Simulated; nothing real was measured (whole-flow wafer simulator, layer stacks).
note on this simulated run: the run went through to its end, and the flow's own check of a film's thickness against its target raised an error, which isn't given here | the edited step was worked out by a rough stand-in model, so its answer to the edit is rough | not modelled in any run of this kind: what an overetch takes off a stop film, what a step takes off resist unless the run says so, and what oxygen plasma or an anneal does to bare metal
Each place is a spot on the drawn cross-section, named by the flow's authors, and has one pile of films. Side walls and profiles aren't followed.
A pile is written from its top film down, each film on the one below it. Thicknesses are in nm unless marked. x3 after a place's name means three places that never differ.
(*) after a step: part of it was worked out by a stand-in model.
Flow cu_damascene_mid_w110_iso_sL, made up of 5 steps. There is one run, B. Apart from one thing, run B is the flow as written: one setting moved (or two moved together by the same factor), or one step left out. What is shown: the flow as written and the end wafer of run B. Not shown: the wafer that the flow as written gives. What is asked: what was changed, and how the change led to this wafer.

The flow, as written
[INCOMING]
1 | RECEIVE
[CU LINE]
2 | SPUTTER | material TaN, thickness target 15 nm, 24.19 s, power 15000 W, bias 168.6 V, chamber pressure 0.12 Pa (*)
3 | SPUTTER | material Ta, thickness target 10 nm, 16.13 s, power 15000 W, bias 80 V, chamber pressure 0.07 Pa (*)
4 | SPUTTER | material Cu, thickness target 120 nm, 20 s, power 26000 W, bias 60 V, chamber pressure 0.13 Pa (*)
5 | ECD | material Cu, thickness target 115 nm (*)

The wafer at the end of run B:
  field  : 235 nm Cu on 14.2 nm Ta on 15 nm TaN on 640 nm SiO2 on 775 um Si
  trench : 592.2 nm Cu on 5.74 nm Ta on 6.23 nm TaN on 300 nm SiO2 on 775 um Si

The reason: step 3, SPUTTER: thickness target 14.2 nm was run, while the flow as written has thickness target 10 nm; step 3, SPUTTER: 22.99 s was run, where the flow has 16.13 s.
The wafer itself shows it: field has Ta 14.2, and step 3 as written asks for 10 nm.

How this came from the change, step by step:
  3 | SPUTTER | material Ta, thickness target 10 nm, 16.13 s, power 15000 W, bias 80 V, chamber pressure 0.07 Pa (*)
      field: Ta gains 14.2 (new film) (as written it would have been: Ta gains 10 (new film))
      trench: Ta gains 5.74 (new film) (as written it would have been: Ta gains 4.05 (new film))
